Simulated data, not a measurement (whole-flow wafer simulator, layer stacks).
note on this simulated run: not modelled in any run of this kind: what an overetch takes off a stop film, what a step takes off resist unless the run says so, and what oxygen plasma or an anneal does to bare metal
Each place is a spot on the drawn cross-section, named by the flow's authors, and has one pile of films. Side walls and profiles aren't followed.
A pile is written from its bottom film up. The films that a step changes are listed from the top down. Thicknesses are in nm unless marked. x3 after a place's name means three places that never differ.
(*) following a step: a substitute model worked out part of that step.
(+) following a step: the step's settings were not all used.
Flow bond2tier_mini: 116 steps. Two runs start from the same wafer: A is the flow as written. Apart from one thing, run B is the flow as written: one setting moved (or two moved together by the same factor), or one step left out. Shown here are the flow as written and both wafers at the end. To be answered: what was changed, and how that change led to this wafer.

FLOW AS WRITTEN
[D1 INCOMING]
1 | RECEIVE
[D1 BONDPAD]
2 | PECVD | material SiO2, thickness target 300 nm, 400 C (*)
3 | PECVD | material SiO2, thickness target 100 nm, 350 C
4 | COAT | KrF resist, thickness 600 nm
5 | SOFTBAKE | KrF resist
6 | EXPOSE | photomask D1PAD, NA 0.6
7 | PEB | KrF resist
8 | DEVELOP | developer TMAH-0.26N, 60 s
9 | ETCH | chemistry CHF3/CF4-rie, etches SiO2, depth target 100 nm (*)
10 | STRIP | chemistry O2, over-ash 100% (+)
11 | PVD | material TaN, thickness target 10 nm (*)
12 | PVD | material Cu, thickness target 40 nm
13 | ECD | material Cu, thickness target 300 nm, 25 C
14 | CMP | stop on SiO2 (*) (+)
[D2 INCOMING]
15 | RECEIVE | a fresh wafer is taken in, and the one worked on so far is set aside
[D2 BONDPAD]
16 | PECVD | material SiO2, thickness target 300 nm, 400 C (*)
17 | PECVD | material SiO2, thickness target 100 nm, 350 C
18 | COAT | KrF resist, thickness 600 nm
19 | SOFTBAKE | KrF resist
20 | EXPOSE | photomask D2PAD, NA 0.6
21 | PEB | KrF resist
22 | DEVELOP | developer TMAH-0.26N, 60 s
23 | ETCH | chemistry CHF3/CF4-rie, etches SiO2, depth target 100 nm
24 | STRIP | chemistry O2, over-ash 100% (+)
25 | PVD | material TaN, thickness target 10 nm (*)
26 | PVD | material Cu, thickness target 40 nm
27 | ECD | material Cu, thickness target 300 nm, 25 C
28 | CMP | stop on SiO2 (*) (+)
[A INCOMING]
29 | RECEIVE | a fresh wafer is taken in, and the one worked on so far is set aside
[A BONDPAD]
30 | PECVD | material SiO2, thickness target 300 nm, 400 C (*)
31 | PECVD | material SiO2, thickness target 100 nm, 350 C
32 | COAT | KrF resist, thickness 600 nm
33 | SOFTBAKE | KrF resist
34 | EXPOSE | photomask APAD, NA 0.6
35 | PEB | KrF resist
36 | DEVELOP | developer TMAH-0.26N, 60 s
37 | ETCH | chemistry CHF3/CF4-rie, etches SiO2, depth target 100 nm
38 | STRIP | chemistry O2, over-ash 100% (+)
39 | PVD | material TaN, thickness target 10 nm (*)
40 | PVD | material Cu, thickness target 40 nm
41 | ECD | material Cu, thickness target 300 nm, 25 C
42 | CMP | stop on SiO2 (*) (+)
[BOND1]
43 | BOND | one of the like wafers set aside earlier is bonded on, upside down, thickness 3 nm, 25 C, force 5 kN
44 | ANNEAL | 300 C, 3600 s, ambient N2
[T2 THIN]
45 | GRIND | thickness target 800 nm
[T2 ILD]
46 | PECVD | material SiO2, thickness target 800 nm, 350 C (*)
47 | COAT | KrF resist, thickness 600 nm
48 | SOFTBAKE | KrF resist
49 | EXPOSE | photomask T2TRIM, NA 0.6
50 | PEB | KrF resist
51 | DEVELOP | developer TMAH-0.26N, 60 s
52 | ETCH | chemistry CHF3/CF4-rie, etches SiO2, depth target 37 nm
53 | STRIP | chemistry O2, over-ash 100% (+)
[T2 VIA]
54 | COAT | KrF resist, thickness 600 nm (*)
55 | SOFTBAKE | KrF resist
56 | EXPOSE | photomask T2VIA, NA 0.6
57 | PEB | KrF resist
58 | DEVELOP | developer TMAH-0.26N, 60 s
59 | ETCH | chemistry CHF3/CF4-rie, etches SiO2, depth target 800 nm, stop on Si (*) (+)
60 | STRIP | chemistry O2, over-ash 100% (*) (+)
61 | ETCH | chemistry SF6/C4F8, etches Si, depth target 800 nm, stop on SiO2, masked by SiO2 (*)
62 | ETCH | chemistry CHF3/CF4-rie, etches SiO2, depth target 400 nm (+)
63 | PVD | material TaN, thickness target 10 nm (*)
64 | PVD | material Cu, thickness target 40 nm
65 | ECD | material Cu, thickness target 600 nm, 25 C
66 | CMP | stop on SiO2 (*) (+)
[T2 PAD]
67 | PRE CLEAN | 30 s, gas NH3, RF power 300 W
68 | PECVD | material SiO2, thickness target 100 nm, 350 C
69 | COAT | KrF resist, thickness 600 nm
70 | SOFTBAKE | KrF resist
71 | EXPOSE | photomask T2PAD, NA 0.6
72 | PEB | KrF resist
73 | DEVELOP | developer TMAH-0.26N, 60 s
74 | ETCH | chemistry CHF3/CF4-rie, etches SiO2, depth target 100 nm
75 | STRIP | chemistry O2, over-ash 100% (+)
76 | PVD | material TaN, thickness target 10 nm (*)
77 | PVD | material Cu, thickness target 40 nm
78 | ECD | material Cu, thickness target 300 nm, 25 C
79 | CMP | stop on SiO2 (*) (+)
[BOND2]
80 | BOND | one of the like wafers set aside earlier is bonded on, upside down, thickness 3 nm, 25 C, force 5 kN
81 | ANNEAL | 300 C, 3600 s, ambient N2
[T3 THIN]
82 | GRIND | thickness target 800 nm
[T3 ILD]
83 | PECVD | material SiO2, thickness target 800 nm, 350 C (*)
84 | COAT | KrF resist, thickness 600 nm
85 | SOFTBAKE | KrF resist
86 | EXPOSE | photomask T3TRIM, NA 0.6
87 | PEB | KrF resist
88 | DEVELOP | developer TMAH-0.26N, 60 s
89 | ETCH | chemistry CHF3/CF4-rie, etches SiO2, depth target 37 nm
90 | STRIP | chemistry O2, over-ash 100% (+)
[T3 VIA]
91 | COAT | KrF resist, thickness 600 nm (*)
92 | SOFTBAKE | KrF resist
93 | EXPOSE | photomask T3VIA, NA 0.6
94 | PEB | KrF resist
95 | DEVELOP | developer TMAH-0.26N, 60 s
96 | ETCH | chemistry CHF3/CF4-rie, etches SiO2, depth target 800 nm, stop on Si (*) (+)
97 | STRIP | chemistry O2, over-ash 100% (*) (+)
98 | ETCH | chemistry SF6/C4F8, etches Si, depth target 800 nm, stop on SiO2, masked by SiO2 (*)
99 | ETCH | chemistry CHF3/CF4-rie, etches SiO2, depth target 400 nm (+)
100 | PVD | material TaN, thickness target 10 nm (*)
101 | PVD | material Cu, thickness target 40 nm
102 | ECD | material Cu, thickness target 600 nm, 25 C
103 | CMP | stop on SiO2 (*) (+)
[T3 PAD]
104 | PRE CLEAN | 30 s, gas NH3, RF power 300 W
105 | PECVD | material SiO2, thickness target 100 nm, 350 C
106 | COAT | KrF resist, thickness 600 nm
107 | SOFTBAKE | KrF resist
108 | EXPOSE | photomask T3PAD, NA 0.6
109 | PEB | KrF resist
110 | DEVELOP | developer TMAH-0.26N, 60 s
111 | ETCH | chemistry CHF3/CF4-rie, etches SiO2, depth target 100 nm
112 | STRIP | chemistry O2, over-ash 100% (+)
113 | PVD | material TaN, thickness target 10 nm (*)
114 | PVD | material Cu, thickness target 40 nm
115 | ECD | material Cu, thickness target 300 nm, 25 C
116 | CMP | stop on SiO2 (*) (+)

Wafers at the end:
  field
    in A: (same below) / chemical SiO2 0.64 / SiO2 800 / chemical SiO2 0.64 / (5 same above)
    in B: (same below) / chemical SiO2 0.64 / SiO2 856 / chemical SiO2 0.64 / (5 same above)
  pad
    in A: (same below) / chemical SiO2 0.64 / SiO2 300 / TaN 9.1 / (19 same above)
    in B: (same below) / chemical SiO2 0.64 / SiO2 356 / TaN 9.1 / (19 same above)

The reason: step 31, PECVD: thickness target 156 nm was run, whereas the flow has thickness target 100 nm.

Step by step, how the change led to this:
  31 | PECVD | material SiO2, thickness target 100 nm, 350 C
      field, pad, via: A SiO2 gains 100 | B SiO2 gains 156
